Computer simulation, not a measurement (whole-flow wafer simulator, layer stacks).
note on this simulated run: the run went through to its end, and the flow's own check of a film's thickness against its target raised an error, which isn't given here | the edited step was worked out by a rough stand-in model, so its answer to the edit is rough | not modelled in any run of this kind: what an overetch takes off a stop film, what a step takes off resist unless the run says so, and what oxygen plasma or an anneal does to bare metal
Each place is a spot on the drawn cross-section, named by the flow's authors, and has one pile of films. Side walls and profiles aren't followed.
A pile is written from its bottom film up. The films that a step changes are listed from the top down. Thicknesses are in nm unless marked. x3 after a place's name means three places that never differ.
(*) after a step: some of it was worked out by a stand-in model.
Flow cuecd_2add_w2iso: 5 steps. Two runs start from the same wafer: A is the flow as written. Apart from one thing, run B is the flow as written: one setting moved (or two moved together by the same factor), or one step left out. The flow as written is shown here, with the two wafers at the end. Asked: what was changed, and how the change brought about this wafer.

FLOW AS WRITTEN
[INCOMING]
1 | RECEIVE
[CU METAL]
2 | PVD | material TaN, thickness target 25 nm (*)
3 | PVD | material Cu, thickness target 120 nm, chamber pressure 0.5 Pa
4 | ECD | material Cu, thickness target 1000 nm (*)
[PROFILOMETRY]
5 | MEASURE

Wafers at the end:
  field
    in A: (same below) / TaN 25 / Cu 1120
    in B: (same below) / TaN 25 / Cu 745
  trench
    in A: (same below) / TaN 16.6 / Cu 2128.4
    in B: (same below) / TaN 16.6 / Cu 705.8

Cause: step 4, ECD: thickness target 625 nm was run, while the flow as written has thickness target 1000 nm.

Step by step, how the change led to this:
  4 | ECD | material Cu, thickness target 1000 nm (*)
      field: A +1000 Cu | B +625 Cu
      trench: A +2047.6 Cu | B +625 Cu
